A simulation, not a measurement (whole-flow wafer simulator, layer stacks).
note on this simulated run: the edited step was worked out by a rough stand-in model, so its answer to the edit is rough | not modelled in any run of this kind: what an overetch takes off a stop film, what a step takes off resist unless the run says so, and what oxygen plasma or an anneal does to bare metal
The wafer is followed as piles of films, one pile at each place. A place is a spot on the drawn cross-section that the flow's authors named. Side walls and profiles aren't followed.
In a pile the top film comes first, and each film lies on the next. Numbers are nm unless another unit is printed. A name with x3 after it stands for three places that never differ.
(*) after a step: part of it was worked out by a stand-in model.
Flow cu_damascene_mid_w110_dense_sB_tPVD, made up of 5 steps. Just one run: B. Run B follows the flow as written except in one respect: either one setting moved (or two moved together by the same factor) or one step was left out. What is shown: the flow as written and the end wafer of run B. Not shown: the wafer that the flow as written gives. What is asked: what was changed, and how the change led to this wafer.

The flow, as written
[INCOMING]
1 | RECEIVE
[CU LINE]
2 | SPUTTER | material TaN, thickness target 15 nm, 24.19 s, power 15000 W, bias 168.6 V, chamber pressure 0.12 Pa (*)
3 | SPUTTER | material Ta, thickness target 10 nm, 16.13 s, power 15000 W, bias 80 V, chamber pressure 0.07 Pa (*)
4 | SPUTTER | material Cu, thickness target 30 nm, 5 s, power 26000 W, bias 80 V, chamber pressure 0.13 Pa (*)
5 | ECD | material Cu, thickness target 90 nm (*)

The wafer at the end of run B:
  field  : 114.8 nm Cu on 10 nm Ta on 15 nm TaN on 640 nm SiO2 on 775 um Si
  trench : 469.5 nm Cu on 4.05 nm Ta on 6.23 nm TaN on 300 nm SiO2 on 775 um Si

What caused this: step 4, SPUTTER: thickness target 24.8 nm was run, whereas the flow has thickness target 30 nm; step 4, SPUTTER: 4.12 s was run, where the flow has 5 s.

The path from the change to this, step by step:
  4 | SPUTTER | material Cu, thickness target 30 nm, 5 s, power 26000 W, bias 80 V, chamber pressure 0.13 Pa (*)
      field: Cu gains 24.8 (new film) (as written it would have been: Cu gains 30 (new film))
      trench: Cu gains 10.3 (new film) (as written it would have been: Cu gains 12.5 (new film))
